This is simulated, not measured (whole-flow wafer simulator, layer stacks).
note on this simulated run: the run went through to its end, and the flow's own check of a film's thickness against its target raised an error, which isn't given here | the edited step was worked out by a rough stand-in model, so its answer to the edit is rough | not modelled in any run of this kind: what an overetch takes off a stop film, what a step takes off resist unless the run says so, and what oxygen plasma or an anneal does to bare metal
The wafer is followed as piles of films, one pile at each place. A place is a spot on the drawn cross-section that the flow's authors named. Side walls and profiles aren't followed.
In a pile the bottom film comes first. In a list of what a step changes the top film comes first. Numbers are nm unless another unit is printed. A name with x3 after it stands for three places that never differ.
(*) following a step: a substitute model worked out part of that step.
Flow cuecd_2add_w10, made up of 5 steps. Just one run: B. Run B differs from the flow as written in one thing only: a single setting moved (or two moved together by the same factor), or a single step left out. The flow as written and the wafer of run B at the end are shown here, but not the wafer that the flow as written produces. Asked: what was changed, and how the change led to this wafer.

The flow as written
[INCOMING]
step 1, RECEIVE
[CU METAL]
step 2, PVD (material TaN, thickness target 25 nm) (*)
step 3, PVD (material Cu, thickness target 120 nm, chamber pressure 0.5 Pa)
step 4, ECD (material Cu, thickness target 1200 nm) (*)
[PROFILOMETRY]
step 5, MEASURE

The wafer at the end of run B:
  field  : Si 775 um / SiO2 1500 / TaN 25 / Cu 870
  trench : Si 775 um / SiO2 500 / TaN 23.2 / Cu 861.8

What caused this: step 4, ECD: thickness target 750 nm was run, though the flow has thickness target 1200 nm.

The path from the change to this, step by step:
  step 4, ECD (material Cu, thickness target 1200 nm) (*)
      field, trench: Cu gains 750 (as written it would have been: Cu gains 1200)
